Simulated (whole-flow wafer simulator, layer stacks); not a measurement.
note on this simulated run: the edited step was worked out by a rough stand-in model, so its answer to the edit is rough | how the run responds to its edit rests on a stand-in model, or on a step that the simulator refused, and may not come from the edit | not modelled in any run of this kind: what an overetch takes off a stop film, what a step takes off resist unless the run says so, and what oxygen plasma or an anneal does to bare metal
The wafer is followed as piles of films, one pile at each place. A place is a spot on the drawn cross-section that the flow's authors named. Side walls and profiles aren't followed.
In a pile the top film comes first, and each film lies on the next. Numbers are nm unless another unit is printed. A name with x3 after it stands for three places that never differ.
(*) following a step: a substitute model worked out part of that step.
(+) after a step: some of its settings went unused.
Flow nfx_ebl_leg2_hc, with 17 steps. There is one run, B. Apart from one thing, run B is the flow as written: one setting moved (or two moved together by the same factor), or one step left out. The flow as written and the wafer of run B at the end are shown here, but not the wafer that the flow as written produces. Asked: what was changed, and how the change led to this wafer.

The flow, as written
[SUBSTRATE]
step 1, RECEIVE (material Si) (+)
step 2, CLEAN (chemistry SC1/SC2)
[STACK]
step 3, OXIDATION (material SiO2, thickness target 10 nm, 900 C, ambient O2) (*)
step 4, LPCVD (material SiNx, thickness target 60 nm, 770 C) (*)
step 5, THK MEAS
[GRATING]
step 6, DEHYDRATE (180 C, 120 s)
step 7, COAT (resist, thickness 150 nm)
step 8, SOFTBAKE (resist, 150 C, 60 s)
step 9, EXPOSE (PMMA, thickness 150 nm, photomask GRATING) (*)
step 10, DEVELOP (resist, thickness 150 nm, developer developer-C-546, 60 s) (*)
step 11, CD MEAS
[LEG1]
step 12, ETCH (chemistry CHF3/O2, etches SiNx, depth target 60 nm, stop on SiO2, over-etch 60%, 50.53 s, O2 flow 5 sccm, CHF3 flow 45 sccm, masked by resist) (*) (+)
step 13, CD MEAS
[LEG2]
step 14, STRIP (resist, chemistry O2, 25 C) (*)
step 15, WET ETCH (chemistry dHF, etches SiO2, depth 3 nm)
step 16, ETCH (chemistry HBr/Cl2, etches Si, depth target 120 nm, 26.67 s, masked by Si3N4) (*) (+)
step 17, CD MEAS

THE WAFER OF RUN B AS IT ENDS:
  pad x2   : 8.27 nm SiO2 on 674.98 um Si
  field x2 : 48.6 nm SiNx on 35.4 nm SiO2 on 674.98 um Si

Cause: step 3, OXIDATION: 1035 C was run, while the flow as written has 900 C.

How this came from the change, step by step:
  step 3, OXIDATION (material SiO2, thickness target 10 nm, 900 C, ambient O2) (*)
      field x2, pad x2: SiO2 gains 35.4 (new film), chemical SiO2 loses 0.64 (all of it), Si loses 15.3 (in the flow as written it would be: SiO2 gains 10 (new film), chemical SiO2 loses 0.64 (all of it), Si loses 4.12)
  step 12, ETCH (chemistry CHF3/O2, etches SiNx, depth target 60 nm, stop on SiO2, over-etch 60%, 50.53 s, O2 flow 5 sccm, CHF3 flow 45 sccm, masked by resist) (*) (+)
      pad x2: SiNx loses 60 (all of it), SiO2 loses 18 (in the flow as written it would be: SiNx loses 60 (all of it), SiO2 loses 10 (all of it))
  step 14, STRIP (resist, chemistry O2, 25 C) (*)
      pad x2: nothing (in the flow as written it would be: chemical SiO2 gains 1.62 (new film), Si loses 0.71)
  step 15, WET ETCH (chemistry dHF, etches SiO2, depth 3 nm)
      pad x2: SiO2 loses 3 (in the flow as written it would be: chemical SiO2 loses 1.62 (all of it))
  step 16, ETCH (chemistry HBr/Cl2, etches Si, depth target 120 nm, 26.67 s, masked by Si3N4) (*) (+)
      pad x2: SiO2 loses 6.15 (in the flow as written it would be: Si loses 120)
